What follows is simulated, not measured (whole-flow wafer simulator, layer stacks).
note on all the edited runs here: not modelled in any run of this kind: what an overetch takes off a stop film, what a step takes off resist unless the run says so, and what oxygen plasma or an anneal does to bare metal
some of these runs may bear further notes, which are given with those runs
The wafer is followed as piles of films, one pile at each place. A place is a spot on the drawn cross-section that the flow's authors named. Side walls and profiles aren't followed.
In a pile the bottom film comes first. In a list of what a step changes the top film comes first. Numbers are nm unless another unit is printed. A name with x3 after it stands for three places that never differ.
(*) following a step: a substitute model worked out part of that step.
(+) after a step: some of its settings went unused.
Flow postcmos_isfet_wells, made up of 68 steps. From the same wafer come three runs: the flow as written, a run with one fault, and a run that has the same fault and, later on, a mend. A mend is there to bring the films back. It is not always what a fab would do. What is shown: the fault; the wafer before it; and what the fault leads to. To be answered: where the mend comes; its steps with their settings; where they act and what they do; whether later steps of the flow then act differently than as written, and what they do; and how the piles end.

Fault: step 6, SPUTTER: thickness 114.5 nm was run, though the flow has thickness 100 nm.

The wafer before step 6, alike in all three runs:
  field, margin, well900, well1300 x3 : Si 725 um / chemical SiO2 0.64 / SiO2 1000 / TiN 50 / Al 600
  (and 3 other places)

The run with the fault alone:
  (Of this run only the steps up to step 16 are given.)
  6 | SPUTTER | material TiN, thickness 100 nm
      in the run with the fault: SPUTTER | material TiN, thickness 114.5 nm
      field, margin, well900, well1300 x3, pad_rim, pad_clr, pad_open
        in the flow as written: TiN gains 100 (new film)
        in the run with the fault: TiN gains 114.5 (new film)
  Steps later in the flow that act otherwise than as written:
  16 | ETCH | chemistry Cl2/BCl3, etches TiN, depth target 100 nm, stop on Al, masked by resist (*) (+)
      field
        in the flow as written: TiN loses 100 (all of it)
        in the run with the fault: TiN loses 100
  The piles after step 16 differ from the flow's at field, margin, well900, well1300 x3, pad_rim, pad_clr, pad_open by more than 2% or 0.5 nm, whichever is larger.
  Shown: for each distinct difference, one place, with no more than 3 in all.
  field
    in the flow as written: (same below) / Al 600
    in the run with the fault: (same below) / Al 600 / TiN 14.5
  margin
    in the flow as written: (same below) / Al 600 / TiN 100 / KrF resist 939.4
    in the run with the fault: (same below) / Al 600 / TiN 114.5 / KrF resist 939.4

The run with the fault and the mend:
  The mend stands after step 6.
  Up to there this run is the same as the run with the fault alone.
  6a | ETCH | chemistry peroxide tin strip, depth target 14.5 nm
      field, margin, well900, well1300 x3, pad_rim, pad_clr, pad_open
        TiN loses 14.5
  Every later step of the flow that is run acts as written at every place that is followed.
  The piles end the same as the flow's at every place that both follow.
